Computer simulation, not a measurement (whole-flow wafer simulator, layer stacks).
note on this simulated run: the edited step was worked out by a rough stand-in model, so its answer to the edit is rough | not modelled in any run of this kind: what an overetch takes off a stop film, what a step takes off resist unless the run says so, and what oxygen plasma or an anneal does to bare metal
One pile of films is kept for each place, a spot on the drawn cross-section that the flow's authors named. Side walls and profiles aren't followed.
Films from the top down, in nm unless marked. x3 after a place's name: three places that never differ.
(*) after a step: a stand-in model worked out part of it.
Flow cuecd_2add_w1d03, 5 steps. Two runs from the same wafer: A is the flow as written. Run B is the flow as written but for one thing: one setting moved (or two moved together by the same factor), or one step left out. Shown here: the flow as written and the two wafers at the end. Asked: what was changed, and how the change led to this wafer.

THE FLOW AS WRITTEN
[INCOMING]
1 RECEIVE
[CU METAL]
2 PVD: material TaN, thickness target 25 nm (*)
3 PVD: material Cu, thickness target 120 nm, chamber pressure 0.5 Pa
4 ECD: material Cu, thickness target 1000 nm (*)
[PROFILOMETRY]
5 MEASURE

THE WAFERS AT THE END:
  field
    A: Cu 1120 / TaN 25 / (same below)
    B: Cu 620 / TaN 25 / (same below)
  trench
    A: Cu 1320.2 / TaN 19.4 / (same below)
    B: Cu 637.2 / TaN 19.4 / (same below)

The cause: step 4, ECD: thickness target 500 nm was run, where the flow has thickness target 1000 nm.

How the change led to this, step by step:
  4 ECD: material Cu, thickness target 1000 nm (*)
      field: A Cu +1000 | B Cu +500
      trench: A Cu +1226.8 | B Cu +543.8
